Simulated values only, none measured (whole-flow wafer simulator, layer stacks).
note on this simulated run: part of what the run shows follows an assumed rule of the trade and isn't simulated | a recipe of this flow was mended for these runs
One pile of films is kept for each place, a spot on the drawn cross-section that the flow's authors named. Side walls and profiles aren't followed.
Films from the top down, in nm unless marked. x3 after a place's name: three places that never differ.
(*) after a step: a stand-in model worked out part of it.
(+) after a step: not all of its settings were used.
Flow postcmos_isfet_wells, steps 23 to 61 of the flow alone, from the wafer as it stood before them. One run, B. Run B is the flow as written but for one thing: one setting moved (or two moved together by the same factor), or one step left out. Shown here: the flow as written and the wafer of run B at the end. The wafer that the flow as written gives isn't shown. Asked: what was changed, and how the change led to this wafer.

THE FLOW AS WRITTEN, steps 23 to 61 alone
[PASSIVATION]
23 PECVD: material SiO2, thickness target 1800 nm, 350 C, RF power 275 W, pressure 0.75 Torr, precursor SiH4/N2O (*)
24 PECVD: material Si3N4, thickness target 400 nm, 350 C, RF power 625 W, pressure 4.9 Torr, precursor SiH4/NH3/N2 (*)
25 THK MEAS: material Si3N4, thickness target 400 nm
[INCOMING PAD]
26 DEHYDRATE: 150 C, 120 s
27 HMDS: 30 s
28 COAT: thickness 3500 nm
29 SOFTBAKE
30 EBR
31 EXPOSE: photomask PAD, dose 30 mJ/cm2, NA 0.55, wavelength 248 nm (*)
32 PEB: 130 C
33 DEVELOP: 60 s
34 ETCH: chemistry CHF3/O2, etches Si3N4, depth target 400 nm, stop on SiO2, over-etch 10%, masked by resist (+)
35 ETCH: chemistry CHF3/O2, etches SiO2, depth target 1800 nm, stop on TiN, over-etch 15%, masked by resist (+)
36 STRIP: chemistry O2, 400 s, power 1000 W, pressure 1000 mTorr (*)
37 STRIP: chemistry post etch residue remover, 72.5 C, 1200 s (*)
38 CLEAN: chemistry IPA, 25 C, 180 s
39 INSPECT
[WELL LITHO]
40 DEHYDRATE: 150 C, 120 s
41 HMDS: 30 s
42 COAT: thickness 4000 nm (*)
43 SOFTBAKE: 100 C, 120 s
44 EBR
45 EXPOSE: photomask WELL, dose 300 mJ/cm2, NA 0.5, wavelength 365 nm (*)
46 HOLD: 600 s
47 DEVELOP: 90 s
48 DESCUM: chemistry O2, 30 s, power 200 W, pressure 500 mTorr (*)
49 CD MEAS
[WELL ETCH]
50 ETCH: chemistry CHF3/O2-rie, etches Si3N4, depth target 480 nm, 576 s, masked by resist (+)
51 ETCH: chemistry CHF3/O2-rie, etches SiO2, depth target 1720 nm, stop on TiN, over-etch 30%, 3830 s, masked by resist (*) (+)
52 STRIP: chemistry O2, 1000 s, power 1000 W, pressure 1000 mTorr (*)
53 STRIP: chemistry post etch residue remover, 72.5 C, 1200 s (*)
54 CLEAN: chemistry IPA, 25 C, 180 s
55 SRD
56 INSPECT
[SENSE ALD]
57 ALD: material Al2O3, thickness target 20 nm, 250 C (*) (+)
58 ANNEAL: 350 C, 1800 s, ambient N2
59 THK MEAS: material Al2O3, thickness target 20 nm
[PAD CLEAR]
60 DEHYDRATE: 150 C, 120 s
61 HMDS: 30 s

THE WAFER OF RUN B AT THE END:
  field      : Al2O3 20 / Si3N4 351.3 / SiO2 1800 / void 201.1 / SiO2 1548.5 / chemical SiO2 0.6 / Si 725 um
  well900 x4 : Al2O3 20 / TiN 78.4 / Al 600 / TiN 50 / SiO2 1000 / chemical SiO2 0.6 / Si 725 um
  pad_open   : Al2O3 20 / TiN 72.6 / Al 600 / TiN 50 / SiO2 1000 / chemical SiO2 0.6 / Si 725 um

The cause: step 24, PECVD: thickness target 352 nm was run, where the flow has thickness target 400 nm; step 50, ETCH: 507 s was run, where the flow has 576 s.

How the change led to this, step by step:
  24 PECVD: material Si3N4, thickness target 400 nm, 350 C, RF power 625 W, pressure 4.9 Torr, precursor SiH4/NH3/N2 (*)
      field, margin x2, well900 x4, pad_clr, pad_open: Si3N4 +352 (new film) (as written it would be: Si3N4 +400 (new film))
  34 ETCH: chemistry CHF3/O2, etches Si3N4, depth target 400 nm, stop on SiO2, over-etch 10%, masked by resist (+)
      field, margin x2, well900 x4, pad_clr: thick-KrF-resist -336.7 (as written it would be: thick-KrF-resist -382.6)
      pad_open: Si3N4 -352 (all of it), SiO2 -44 (as written it would be: Si3N4 -400 (all of it), SiO2 -20)
  35 ETCH: chemistry CHF3/O2, etches SiO2, depth target 1800 nm, stop on TiN, over-etch 15%, masked by resist (+)
      pad_open: SiO2 -1756 (all of it), TiN -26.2 (as written it would be: SiO2 -1780 (all of it), TiN -24.2)
  36 STRIP: chemistry O2, 400 s, power 1000 W, pressure 1000 mTorr (*)
      field, margin x2, well900 x4, pad_clr: thick-KrF-resist -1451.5 (all of it) (as written it would be: thick-KrF-resist -1382.5 (all of it))
  43 SOFTBAKE: 100 C, 120 s
      pad_clr: thick-g/i-line-resist -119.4 (as written it would be: thick-g/i-line-resist -123)
  50 ETCH: chemistry CHF3/O2-rie, etches Si3N4, depth target 480 nm, 576 s, masked by resist (+)
      field, margin x2, pad_clr, pad_open: thick-g/i-line-resist -131 (as written it would be: thick-g/i-line-resist -148.8)
      well900 x4: Si3N4 -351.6 (all of it), SiO2 -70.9 (as written it would be: Si3N4 -399.6 (all of it), SiO2 -80.4)
